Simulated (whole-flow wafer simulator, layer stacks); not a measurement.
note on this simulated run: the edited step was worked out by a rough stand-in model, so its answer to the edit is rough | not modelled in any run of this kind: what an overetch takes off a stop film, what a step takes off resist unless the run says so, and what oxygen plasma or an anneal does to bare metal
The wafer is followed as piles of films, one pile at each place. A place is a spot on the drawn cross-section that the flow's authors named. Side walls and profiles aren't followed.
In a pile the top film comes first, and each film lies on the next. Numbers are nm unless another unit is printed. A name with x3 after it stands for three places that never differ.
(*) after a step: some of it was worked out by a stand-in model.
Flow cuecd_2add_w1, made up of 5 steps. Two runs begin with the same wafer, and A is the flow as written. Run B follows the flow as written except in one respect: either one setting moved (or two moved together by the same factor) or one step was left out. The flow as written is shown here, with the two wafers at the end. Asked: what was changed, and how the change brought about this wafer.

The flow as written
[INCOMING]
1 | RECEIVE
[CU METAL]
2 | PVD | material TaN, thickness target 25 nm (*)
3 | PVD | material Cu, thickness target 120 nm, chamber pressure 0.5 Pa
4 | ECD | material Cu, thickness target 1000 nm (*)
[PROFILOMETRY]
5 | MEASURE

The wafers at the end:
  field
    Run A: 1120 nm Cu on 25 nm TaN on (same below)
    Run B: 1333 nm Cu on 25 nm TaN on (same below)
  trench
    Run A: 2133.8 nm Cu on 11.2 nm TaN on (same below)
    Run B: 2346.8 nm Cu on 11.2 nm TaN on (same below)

What caused this: step 4, ECD: thickness target 1213 nm was run, while the flow as written has thickness target 1000 nm.

How this came from the change, step by step:
  4 | ECD | material Cu, thickness target 1000 nm (*)
      field: A Cu gains 1000 | B Cu gains 1213
      trench: A Cu gains 2080.2 | B Cu gains 2293.2
